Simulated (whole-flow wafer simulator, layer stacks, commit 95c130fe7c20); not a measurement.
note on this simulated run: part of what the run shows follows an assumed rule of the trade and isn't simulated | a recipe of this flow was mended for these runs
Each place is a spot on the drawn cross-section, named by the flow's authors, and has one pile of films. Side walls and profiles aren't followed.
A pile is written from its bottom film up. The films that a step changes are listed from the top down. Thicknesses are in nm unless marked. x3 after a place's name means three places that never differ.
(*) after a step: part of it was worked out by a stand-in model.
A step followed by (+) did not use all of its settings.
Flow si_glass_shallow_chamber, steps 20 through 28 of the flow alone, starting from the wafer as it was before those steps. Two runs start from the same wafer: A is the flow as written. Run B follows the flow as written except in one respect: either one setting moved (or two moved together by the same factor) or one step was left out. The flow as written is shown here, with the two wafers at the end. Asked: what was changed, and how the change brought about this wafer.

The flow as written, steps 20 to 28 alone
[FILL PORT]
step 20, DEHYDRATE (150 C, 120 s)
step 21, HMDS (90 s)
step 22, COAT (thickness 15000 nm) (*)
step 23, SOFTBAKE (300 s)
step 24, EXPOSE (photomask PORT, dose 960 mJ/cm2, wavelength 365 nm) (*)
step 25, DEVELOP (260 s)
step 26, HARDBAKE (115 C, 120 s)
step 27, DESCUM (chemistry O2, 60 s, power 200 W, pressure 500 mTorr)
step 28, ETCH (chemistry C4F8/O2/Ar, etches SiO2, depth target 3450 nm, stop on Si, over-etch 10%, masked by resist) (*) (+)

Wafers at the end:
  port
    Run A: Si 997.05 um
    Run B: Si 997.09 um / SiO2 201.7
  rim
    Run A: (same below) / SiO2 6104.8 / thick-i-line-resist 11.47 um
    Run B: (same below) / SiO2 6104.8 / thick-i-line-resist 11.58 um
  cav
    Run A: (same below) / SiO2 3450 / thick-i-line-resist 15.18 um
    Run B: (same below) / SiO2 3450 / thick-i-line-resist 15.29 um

Cause: step 28, ETCH: depth target 2953 nm was run, while the flow as written has depth target 3450 nm.

The path from the change to this, step by step:
  step 28, ETCH (chemistry C4F8/O2/Ar, etches SiO2, depth target 3450 nm, stop on Si, over-etch 10%, masked by resist) (*) (+)
      port: A -3450 SiO2 (all of it), -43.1 Si | B -3248.3 SiO2
      rim, ramp, cav, septum, ring: A -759 thick-i-line-resist | B -649.7 thick-i-line-resist
